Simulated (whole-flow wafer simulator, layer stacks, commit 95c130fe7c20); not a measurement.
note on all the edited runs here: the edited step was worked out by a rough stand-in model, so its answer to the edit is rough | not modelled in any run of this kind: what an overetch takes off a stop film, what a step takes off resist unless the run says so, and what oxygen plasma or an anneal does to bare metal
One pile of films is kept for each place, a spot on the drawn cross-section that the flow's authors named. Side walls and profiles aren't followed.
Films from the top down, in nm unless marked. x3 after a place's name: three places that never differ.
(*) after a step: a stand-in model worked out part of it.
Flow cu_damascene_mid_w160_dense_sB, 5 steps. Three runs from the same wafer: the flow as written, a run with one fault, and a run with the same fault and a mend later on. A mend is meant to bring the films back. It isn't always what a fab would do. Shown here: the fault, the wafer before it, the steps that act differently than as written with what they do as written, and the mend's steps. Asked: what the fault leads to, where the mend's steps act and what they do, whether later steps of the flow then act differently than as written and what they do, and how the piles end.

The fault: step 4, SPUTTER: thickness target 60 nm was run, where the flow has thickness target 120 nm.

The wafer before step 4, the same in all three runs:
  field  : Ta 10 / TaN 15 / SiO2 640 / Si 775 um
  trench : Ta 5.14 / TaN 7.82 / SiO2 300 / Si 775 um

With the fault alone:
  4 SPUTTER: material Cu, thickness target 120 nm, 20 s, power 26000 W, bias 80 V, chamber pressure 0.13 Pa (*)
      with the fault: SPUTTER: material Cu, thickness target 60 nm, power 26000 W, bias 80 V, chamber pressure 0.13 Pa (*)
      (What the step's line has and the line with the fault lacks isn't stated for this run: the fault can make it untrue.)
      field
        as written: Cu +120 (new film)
        with the fault: Cu +60 (new film)
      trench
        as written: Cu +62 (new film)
        with the fault: Cu +31 (new film)
  Later steps of the flow that act differently than as written:
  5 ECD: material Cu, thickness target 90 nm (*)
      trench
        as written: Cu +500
        with the fault: Cu +471
  At the end the piles differ from the flow's by more than 2% or 0.5 nm, whichever is larger, at field, trench.
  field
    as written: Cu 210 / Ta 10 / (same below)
    with the fault: Cu 150 / Ta 10 / (same below)
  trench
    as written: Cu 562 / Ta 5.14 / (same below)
    with the fault: Cu 502 / Ta 5.14 / (same below)

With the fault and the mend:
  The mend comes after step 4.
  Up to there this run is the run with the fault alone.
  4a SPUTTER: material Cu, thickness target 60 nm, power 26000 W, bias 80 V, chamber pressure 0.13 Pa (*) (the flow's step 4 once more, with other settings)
      field
        Cu +60
      trench
        Cu +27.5
  No later step of the flow acts differently than as written, at any place that is followed, by more than 2% or 0.5 nm, whichever is larger.
  At the end the piles are the same as the flow's at every place that both follow.
